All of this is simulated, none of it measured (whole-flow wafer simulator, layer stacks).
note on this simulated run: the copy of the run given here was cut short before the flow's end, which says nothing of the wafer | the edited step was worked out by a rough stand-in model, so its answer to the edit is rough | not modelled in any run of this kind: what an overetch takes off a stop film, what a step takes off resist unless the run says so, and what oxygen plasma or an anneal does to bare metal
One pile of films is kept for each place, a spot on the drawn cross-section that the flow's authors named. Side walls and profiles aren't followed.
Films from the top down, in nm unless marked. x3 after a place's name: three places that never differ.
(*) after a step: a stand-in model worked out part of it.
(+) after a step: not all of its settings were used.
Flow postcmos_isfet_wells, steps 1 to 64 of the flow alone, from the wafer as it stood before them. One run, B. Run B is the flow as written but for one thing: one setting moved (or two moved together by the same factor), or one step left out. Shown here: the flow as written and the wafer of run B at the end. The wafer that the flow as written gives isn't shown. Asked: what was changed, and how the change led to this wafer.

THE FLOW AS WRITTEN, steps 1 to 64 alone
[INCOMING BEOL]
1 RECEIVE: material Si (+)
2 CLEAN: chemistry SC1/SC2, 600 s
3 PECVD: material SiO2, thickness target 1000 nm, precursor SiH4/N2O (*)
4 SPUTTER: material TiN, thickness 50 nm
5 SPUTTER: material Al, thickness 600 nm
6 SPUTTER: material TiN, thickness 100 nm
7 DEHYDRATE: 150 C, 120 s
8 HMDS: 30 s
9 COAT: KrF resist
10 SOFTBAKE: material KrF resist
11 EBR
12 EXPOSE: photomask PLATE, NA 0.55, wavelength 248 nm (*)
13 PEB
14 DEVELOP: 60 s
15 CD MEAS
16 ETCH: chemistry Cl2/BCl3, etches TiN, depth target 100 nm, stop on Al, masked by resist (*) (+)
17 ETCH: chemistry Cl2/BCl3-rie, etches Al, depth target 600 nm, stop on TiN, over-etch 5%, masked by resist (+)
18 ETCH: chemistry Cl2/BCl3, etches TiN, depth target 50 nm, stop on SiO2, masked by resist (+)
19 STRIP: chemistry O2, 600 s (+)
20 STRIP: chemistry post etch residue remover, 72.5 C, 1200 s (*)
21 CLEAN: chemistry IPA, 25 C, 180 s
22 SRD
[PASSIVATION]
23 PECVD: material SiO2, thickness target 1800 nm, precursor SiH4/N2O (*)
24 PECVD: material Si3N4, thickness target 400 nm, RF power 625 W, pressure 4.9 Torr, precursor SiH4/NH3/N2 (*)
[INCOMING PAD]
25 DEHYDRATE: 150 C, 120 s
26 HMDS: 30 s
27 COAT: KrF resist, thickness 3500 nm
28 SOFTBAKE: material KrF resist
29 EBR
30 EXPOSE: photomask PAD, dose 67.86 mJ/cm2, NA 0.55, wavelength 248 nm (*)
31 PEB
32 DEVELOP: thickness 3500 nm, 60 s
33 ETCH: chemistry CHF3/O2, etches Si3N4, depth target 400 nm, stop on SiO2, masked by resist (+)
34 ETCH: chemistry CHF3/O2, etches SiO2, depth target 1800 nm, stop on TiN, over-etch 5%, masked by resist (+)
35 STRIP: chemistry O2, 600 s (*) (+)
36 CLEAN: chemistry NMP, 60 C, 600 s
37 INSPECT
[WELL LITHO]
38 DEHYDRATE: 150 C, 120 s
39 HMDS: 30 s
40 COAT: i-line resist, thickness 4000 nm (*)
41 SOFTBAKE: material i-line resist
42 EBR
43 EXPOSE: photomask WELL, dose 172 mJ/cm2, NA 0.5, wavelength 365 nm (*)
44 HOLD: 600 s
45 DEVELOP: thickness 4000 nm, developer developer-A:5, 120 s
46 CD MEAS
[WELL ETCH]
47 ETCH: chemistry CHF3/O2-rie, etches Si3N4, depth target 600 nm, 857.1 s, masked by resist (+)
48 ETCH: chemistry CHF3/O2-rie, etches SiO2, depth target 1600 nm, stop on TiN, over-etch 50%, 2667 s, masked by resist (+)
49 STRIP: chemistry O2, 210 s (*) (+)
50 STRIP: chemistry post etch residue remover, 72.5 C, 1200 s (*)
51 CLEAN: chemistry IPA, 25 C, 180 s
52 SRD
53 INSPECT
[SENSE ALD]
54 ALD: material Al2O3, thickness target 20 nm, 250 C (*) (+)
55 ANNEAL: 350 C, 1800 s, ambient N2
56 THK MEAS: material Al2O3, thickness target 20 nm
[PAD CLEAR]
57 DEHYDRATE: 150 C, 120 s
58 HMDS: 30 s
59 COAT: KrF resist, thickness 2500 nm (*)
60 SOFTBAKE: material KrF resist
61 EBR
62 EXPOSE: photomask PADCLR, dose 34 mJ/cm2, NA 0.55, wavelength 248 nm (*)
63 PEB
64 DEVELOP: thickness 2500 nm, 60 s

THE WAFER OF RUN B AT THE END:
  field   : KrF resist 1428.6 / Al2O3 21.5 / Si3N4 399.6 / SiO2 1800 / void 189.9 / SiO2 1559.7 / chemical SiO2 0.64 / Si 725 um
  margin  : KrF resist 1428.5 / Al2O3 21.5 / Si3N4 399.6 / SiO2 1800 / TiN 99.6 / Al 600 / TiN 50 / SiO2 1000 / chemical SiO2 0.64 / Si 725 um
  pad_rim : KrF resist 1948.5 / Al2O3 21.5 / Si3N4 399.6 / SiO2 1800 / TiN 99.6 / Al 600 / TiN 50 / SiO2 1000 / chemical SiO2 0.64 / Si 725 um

The cause: step 54, ALD: thickness target 21.5 nm was run, where the flow has thickness target 20 nm.
It can be read off the wafer: field has Al2O3 21.5, and step 54 as written asks for 20 nm.

How the change led to this, step by step:
  54 ALD: material Al2O3, thickness target 20 nm, 250 C (*) (+)
      field, margin, well900, well1300 x3, pad_rim, pad_clr, pad_open: Al2O3 +21.5 (new film) (as written it would be: Al2O3 +20 (new film))
